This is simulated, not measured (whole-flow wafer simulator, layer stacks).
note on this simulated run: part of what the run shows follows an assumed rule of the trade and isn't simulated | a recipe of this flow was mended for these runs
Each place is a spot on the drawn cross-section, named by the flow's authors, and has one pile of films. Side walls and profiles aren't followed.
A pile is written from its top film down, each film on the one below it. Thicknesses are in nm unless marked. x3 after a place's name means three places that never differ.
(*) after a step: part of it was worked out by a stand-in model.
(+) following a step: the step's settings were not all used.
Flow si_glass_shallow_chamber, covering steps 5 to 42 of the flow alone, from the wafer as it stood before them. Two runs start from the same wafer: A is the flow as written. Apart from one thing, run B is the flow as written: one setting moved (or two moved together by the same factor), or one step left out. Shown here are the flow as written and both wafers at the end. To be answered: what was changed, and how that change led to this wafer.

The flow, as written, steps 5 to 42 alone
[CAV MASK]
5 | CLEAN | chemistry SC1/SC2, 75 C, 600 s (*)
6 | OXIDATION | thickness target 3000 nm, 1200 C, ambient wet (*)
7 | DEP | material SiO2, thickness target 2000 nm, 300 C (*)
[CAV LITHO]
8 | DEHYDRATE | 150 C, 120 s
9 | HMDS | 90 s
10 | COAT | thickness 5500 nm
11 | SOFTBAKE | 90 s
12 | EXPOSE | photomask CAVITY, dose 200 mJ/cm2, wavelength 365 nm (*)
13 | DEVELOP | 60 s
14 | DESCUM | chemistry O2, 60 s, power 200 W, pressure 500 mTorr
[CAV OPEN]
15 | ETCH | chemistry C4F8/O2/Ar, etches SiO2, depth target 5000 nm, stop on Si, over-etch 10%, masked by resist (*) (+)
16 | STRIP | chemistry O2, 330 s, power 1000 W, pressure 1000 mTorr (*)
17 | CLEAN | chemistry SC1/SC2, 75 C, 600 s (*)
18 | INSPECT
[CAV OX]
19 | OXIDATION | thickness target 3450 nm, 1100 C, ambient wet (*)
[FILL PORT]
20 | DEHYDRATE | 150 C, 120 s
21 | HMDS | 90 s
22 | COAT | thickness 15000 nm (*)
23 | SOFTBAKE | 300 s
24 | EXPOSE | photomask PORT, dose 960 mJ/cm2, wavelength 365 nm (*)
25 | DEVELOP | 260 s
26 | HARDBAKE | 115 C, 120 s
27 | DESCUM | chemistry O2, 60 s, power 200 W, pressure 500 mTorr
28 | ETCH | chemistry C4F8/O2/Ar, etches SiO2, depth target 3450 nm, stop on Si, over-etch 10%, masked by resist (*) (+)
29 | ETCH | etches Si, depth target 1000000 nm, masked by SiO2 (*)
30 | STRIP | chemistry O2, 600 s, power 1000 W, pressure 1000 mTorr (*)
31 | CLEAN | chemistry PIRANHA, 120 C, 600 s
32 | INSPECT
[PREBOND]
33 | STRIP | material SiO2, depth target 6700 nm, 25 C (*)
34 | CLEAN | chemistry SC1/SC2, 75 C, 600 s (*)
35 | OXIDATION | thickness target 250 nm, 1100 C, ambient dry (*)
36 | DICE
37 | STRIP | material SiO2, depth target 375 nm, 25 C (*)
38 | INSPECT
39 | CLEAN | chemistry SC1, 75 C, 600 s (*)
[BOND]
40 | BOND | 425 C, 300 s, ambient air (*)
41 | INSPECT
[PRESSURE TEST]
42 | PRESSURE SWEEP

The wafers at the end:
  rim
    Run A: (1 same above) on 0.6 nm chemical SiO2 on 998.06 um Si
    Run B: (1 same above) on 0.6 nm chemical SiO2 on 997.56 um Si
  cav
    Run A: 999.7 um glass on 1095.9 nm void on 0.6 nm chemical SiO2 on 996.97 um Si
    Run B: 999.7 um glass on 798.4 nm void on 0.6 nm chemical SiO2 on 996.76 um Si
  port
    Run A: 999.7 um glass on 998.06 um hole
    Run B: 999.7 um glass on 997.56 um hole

The reason: step 6, OXIDATION: thickness target 4350 nm was run, though the flow has thickness target 3000 nm.

Step by step, how the change led to this:
  6 | OXIDATION | thickness target 3000 nm, 1200 C, ambient wet (*)
      rim, ramp, cav, port, septum, ring: A SiO2 gains 3000 (new film), chemical SiO2 loses 0.6 (all of it), Si loses 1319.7 | B SiO2 gains 4350 (new film), chemical SiO2 loses 0.6 (all of it), Si loses 1913.7
  15 | ETCH | chemistry C4F8/O2/Ar, etches SiO2, depth target 5000 nm, stop on Si, over-etch 10%, masked by resist (*) (+)
      cav, port: A SiO2 loses 5000 (all of it), Si loses 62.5 | B SiO2 loses 5500
  16 | STRIP | chemistry O2, 330 s, power 1000 W, pressure 1000 mTorr (*)
      cav, port: A chemical SiO2 gains 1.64 (new film), Si loses 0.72 | B nothing
  17 | CLEAN | chemistry SC1/SC2, 75 C, 600 s (*)
      cav, port: A chemical SiO2 loses 1.04, Si loses 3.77 | B SiO2 loses 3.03
  19 | OXIDATION | thickness target 3450 nm, 1100 C, ambient wet (*)
      cav, port: A SiO2 gains 3450 (new film), chemical SiO2 loses 0.6 (all of it), Si loses 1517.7 | B SiO2 gains 2724.1, Si loses 1198.6
      rim, ramp, septum, ring: A SiO2 gains 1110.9, Si loses 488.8 | B SiO2 gains 909.4, Si loses 400.2
  22 | COAT | thickness 15000 nm (*)
      rim: A thick-i-line-resist gains 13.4 um (new film) | B thick-i-line-resist gains 13.1 um (new film)
      ramp: A thick-i-line-resist gains 12.89 um (new film) | B thick-i-line-resist gains 12.5 um (new film)
      (and at 4 other places as well)
  23 | SOFTBAKE | 300 s
      rim: A thick-i-line-resist loses 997 | B thick-i-line-resist loses 1204.6
      ramp: A thick-i-line-resist loses 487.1 | B thick-i-line-resist loses 598.6
      (and at 4 other places as well)
  25 | DEVELOP | 260 s
      port: A thick-i-line-resist loses 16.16 um (all of it) | B thick-i-line-resist loses 16.38 um (all of it)
  26 | HARDBAKE | 115 C, 120 s
      rim, ramp: A thick-i-line-resist loses 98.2 | B thick-i-line-resist loses 92.2
      cav: A thick-i-line-resist loses 147.1 | B thick-i-line-resist loses 150.2
  28 | ETCH | chemistry C4F8/O2/Ar, etches SiO2, depth target 3450 nm, stop on Si, over-etch 10%, masked by resist (*) (+)
      port: A SiO2 loses 3450 (all of it), Si loses 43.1 | B SiO2 loses 3571 (all of it), Si loses 28
  29 | ETCH | etches Si, depth target 1000000 nm, masked by SiO2 (*)
      rim, ramp: A thick-i-line-resist loses 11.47 um (all of it), SiO2 loses 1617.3 | B thick-i-line-resist loses 10.98 um (all of it), SiO2 loses 1883.4
      port: A hole gains 997.05 um (new film), Si loses 997.05 um (all of it) | B hole gains 996.85 um (new film), Si loses 996.85 um (all of it)
      (and at 2 other places as well)
  30 | STRIP | chemistry O2, 600 s, power 1000 W, pressure 1000 mTorr (*)
      cav: A thick-i-line-resist loses 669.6 (all of it) | B thick-i-line-resist loses 891.4 (all of it)
  33 | STRIP | material SiO2, depth target 6700 nm, 25 C (*)
      rim, ramp: A SiO2 loses 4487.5 (all of it) | B SiO2 loses 5369.9 (all of it)
      cav: A SiO2 loses 3450 (all of it) | B SiO2 loses 3571 (all of it)
      (and at 2 other places as well)
  40 | BOND | 425 C, 300 s, ambient air (*)
      cav: A glass gains 999.7 um (new film), void gains 1095.9 (new film) | B glass gains 999.7 um (new film), void gains 798.4 (new film)
      port: A glass gains 999.7 um (new film), hole gains 1017.3 | B glass gains 999.7 um (new film), hole gains 704.6
